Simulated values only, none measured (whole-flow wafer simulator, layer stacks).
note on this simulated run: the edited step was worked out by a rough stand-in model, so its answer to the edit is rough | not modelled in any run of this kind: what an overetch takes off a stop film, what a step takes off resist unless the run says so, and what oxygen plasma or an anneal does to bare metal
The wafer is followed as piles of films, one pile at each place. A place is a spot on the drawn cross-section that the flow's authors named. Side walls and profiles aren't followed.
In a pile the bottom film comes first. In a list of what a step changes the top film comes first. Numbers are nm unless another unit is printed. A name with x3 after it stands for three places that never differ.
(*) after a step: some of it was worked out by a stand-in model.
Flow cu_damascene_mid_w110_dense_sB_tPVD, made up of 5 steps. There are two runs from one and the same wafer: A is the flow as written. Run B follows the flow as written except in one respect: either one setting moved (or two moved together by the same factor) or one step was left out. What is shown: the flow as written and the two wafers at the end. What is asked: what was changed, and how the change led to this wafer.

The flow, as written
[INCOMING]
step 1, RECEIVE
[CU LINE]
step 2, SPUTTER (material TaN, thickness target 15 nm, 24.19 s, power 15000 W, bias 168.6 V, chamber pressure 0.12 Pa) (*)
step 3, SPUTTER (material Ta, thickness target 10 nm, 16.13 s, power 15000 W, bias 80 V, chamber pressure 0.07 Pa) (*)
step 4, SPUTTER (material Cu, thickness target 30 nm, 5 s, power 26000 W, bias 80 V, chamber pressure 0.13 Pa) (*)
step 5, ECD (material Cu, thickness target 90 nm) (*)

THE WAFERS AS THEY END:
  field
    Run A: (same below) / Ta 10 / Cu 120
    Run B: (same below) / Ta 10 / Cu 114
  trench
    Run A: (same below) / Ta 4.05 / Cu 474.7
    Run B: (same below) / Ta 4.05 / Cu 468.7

Cause: step 4, SPUTTER: thickness target 24 nm was run, though the flow has thickness target 30 nm; step 4, SPUTTER: 4 s was run, where the flow has 5 s.

Step by step, how the change led to this:
  step 4, SPUTTER (material Cu, thickness target 30 nm, 5 s, power 26000 W, bias 80 V, chamber pressure 0.13 Pa) (*)
      field: A Cu gains 30 (new film) | B Cu gains 24 (new film)
      trench: A Cu gains 12.5 (new film) | B Cu gains 9.98 (new film)
